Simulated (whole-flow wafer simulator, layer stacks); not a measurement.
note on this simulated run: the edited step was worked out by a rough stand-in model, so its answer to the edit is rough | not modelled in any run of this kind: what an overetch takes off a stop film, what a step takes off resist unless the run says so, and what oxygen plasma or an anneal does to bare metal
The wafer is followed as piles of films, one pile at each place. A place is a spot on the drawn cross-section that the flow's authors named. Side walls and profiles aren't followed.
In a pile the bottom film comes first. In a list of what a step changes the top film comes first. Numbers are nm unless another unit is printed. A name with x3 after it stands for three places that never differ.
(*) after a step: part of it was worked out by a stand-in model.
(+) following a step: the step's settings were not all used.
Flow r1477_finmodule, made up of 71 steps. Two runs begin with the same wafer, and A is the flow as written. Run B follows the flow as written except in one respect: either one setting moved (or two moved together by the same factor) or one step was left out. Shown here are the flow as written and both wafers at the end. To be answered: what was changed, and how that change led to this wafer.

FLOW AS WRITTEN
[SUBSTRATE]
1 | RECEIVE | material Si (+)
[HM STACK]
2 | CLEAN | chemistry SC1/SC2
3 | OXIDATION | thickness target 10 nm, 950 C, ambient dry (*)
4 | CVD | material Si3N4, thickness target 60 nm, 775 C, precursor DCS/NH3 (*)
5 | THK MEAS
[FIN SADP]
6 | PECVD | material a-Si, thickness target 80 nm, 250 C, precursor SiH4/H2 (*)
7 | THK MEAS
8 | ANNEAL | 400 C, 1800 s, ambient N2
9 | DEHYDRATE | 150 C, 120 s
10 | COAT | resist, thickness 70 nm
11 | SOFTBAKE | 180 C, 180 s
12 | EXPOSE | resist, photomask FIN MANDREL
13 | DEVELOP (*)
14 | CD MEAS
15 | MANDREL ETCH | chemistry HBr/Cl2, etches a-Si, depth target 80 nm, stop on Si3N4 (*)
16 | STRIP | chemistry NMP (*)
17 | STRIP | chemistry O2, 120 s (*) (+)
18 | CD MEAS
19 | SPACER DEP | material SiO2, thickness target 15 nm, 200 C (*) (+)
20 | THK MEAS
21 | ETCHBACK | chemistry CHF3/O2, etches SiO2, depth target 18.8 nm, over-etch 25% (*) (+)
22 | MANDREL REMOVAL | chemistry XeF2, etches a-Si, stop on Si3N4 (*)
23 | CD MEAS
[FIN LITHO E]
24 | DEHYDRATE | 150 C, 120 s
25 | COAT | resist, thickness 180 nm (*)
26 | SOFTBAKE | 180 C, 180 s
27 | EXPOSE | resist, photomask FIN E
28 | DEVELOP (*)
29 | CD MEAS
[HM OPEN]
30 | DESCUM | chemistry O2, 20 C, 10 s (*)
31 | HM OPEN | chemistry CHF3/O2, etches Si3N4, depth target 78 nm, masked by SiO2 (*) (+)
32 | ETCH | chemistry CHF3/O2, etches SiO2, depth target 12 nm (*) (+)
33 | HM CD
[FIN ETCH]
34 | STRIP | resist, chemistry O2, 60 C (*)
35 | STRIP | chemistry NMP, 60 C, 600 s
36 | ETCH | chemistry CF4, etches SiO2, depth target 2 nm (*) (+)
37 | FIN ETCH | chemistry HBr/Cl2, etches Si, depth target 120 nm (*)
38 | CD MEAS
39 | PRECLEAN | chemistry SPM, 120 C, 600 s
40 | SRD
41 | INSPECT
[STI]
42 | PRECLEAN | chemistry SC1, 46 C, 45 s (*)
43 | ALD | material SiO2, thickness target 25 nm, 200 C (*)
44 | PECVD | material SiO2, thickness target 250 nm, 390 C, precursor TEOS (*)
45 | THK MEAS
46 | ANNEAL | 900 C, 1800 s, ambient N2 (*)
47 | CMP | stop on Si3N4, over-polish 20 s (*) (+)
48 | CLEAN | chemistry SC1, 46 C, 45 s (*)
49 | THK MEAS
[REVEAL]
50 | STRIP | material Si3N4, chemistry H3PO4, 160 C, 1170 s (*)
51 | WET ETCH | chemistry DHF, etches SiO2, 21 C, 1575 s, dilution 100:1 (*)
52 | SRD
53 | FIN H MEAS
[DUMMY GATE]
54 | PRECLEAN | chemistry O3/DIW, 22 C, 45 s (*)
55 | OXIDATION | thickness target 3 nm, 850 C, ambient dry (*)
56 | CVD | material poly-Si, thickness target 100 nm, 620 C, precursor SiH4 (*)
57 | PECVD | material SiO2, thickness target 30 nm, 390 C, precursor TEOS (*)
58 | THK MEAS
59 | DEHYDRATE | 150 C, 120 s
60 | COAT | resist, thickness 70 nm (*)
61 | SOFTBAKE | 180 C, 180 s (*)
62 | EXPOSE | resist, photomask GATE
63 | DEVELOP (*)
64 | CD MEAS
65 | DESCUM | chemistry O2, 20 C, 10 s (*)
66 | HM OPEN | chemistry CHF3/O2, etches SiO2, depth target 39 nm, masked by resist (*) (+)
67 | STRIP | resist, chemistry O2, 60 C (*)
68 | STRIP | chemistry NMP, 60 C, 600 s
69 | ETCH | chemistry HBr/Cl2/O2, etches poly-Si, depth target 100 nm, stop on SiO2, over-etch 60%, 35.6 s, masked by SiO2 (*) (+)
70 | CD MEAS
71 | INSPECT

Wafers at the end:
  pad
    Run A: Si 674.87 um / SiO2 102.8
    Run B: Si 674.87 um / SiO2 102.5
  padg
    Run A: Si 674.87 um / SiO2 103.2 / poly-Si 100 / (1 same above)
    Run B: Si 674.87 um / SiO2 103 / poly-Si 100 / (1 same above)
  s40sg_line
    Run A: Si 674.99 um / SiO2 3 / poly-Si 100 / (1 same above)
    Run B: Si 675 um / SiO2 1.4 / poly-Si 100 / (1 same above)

Cause: step 55, OXIDATION: thickness target 1.4 nm was run, whereas the flow has thickness target 3 nm.
The wafer lets one read it off: s40sg_line has SiO2 1.4, and step 55 as written asks for 3 nm.

Step by step, how the change led to this:
  55 | OXIDATION | thickness target 3 nm, 850 C, ambient dry (*)
      s40sg_line, s45sg_line, s50sg_line, s40so_line, s45so_line, s50so_line: A +3 SiO2 (new film), -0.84 chemical SiO2 (all of it), -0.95 Si | B +1.4 SiO2 (new film), -0.84 chemical SiO2 (all of it), -0.24 Si
